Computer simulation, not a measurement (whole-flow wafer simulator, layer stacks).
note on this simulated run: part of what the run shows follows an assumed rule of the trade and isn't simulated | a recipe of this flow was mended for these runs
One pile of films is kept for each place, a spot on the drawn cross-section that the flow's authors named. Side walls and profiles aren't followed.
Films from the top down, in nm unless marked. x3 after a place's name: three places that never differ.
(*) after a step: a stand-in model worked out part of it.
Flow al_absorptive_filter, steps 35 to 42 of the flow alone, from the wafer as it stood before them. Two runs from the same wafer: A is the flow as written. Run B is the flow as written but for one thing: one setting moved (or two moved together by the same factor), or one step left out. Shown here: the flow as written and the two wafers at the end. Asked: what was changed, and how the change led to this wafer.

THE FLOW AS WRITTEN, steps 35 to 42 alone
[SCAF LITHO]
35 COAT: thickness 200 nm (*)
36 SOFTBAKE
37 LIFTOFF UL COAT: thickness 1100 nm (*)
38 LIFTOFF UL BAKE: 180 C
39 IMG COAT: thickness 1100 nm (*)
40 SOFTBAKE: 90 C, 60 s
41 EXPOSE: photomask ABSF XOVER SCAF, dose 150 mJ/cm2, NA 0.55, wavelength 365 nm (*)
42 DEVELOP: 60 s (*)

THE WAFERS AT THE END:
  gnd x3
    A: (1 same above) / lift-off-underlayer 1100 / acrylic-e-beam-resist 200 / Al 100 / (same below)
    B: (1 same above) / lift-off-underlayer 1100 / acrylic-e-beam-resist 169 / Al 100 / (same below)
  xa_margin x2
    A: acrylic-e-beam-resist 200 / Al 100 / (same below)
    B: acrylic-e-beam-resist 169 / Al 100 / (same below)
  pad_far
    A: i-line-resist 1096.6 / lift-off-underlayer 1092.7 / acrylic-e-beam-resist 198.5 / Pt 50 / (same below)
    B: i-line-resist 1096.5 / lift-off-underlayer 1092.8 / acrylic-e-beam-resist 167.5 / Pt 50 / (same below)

The cause: step 35, COAT: thickness 169 nm was run, where the flow has thickness 200 nm.
It can be read off the wafer: gnd x3 has acrylic-e-beam-resist 169, and step 35 as written asks for 200 nm.

How the change led to this, step by step:
  35 COAT: thickness 200 nm (*)
      gnd x3, xa_margin x2, idc_field: A acrylic-e-beam-resist +200 (new film) | B acrylic-e-beam-resist +169 (new film)
      pad_far: A acrylic-e-beam-resist +198.5 (new film) | B acrylic-e-beam-resist +167.5 (new film)
      (and at 7 more places)
